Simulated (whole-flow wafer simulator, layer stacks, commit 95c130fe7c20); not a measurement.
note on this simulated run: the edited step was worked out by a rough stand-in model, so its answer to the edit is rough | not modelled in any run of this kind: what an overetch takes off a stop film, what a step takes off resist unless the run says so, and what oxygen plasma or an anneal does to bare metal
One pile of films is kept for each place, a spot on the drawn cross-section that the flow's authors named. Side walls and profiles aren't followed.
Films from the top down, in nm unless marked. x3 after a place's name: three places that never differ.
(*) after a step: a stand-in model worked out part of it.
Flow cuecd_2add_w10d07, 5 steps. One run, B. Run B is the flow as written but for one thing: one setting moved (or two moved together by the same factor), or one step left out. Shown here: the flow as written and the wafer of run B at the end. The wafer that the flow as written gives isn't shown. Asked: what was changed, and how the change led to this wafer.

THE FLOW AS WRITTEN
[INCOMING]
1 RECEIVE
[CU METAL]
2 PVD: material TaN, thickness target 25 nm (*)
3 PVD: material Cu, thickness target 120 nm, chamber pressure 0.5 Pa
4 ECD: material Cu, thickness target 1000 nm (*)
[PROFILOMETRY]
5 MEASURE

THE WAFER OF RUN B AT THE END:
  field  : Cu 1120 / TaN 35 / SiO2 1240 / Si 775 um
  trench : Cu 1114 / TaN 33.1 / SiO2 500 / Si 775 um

The cause: step 2, PVD: thickness target 35 nm was run, where the flow has thickness target 25 nm.
It can be read off the wafer: field has TaN 35, and step 2 as written asks for 25 nm.

How the change led to this, step by step:
  2 PVD: material TaN, thickness target 25 nm (*)
      field: TaN +35 (new film) (as written it would be: TaN +25 (new film))
      trench: TaN +33.1 (new film) (as written it would be: TaN +23.7 (new film))
